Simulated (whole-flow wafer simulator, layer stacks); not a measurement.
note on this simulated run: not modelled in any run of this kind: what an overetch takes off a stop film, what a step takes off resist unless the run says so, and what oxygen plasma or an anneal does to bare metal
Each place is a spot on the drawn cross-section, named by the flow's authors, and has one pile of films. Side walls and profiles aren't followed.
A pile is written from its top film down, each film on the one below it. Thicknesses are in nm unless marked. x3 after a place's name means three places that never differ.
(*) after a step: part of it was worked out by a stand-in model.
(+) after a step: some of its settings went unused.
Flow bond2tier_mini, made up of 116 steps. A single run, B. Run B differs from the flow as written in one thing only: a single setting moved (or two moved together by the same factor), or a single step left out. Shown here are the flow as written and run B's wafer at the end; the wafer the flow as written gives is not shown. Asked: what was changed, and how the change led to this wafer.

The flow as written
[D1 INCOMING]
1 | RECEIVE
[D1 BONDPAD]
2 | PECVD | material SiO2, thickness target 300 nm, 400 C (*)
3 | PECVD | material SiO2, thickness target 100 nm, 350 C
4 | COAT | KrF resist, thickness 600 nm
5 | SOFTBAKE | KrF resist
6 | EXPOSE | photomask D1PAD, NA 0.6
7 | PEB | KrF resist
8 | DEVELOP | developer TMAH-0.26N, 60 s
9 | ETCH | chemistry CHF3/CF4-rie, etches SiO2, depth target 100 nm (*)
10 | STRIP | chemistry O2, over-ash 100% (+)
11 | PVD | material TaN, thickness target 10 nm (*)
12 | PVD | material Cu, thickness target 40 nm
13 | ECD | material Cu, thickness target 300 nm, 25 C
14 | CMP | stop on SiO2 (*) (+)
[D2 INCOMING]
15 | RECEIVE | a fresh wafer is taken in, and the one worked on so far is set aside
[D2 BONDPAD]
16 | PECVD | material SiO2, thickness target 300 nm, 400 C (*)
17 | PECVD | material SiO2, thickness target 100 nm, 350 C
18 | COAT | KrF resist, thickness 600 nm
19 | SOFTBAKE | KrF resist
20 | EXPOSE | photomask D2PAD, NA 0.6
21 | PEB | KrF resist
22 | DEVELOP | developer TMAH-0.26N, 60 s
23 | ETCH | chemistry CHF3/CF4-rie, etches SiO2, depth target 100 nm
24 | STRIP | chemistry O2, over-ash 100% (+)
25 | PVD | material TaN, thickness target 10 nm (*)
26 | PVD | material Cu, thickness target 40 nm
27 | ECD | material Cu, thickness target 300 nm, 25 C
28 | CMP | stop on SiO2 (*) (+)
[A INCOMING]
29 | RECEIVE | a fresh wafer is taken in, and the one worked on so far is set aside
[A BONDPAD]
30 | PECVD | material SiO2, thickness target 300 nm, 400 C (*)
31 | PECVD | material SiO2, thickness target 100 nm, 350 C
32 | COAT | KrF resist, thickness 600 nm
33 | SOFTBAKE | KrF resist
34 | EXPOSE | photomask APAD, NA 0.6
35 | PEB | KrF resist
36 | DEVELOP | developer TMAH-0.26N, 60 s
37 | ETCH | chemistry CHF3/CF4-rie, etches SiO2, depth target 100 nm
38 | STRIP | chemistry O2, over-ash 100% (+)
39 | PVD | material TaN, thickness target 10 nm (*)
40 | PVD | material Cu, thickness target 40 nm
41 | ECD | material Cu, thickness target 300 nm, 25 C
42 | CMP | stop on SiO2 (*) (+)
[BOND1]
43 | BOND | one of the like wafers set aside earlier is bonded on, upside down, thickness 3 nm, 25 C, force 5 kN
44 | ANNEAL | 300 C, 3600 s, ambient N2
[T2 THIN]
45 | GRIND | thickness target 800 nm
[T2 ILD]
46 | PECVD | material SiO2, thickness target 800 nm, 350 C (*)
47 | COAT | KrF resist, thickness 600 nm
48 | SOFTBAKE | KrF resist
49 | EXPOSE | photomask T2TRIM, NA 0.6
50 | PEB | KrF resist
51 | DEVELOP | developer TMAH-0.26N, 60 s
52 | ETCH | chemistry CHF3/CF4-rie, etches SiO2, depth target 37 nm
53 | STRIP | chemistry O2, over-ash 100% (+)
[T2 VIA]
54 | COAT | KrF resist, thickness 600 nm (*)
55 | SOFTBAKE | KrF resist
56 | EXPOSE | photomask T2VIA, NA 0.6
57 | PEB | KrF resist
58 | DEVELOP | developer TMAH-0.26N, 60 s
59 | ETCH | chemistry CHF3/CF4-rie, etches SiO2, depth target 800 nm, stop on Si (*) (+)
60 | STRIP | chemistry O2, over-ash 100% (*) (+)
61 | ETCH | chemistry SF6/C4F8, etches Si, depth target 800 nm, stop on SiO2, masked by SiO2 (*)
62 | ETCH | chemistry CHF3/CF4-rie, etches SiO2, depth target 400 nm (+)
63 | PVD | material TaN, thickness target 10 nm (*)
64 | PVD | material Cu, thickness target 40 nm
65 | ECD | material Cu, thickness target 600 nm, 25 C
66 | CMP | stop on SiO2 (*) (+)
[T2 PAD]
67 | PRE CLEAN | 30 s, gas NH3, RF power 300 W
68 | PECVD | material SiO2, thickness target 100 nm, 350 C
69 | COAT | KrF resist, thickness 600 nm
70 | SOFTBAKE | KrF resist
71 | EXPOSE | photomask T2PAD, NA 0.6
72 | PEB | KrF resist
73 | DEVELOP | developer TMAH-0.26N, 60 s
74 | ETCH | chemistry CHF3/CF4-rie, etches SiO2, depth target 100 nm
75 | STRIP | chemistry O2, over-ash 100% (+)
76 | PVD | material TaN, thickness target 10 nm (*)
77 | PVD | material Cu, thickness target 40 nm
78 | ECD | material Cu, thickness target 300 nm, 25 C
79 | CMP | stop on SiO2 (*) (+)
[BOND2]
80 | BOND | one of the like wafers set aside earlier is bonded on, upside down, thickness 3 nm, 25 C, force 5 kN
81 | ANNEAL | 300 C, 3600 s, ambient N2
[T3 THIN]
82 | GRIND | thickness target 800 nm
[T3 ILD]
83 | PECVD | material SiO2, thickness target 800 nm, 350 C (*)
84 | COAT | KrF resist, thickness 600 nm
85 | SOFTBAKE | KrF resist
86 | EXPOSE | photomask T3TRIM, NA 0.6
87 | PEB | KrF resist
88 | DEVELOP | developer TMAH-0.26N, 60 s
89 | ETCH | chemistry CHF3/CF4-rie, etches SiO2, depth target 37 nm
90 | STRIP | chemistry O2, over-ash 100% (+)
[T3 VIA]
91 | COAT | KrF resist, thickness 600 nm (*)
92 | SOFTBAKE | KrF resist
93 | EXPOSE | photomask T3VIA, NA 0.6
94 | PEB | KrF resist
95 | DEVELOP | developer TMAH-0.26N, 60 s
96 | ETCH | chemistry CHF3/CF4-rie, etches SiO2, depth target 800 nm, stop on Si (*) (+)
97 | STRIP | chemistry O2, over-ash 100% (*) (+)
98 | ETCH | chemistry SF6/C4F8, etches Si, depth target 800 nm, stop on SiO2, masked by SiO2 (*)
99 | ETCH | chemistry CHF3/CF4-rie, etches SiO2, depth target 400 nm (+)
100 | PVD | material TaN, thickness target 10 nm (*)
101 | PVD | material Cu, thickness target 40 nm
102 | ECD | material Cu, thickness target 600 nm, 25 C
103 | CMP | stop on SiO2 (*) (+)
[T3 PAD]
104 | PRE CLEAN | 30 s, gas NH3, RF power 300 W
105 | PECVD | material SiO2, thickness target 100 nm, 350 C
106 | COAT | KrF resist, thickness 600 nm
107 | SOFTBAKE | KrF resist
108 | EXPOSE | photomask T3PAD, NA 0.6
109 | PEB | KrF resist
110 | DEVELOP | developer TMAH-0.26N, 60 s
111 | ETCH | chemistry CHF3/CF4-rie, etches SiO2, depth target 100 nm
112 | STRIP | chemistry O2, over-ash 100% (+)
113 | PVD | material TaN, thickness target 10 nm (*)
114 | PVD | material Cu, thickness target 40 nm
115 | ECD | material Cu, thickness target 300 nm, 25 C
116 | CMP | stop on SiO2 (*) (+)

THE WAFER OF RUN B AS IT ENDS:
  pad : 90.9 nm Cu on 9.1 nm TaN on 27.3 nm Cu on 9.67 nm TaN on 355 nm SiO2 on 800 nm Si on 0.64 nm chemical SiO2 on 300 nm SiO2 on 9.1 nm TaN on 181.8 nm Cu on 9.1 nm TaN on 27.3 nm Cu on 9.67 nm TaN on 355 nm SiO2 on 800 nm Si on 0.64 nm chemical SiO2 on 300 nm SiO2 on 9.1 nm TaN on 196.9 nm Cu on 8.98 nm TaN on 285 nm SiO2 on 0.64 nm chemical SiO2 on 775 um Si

Cause: step 37, ETCH: depth target 115 nm was run, whereas the flow has depth target 100 nm.

Step by step, how the change led to this:
  37 | ETCH | chemistry CHF3/CF4-rie, etches SiO2, depth target 100 nm
      pad, via: -115 SiO2 (in the flow as written it would be: -100 SiO2)
      field: -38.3 KrF resist (in the flow as written it would be: -33.3 KrF resist)
  41 | ECD | material Cu, thickness target 300 nm, 25 C
      pad: +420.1 Cu (in the flow as written it would be: +404.5 Cu)
      via: +415.3 Cu (in the flow as written it would be: +400.2 Cu)
